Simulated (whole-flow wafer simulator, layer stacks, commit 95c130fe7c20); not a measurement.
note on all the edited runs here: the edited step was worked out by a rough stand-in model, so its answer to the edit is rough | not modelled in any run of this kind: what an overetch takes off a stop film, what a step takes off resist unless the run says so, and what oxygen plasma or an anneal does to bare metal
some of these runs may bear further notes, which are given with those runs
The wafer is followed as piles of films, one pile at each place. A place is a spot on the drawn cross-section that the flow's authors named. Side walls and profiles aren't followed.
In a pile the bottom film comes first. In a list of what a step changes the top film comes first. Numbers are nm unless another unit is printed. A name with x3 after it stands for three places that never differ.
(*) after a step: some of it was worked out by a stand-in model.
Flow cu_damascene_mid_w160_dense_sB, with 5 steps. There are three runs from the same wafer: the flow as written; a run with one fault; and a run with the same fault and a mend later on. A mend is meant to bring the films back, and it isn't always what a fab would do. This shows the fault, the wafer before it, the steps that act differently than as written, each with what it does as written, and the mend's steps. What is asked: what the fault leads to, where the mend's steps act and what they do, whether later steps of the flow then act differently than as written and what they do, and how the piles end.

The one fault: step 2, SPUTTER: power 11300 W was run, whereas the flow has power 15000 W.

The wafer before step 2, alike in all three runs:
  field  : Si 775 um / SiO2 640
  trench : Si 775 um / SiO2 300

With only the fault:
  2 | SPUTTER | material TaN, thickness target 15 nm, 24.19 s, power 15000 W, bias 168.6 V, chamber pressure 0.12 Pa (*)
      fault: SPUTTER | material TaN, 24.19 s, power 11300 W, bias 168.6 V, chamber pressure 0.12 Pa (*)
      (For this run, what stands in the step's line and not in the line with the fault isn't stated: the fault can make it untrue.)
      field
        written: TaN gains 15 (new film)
        fault: TaN gains 11.3 (new film)
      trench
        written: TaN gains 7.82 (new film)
        fault: TaN gains 5.88 (new film)
  None of the later steps of the flow differs from how it acts as written, at any place that is followed, by more than 2% or 0.5 nm, whichever is larger.
  By the end, the piles at field, trench depart from the flow's by more than 2% or 0.5 nm, whichever is larger.
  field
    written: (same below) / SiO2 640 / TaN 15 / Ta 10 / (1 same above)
    fault: (same below) / SiO2 640 / TaN 11.3 / Ta 10 / (1 same above)
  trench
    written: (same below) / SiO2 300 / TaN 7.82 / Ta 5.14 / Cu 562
    fault: (same below) / SiO2 300 / TaN 5.88 / Ta 5.18 / Cu 560.2

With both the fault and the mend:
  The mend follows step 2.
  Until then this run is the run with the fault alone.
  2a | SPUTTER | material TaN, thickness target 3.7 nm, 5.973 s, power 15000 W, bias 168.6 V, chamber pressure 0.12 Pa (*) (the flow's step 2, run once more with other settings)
      field
        TaN gains 3.7
      trench
        TaN gains 1.88
  None of the later steps of the flow differs from how it acts as written, at any place that is followed, by more than 2% or 0.5 nm, whichever is larger.
  The piles end only slightly different from the flow's at the places that both follow, by no more than 2% or 0.5 nm, whichever is larger.
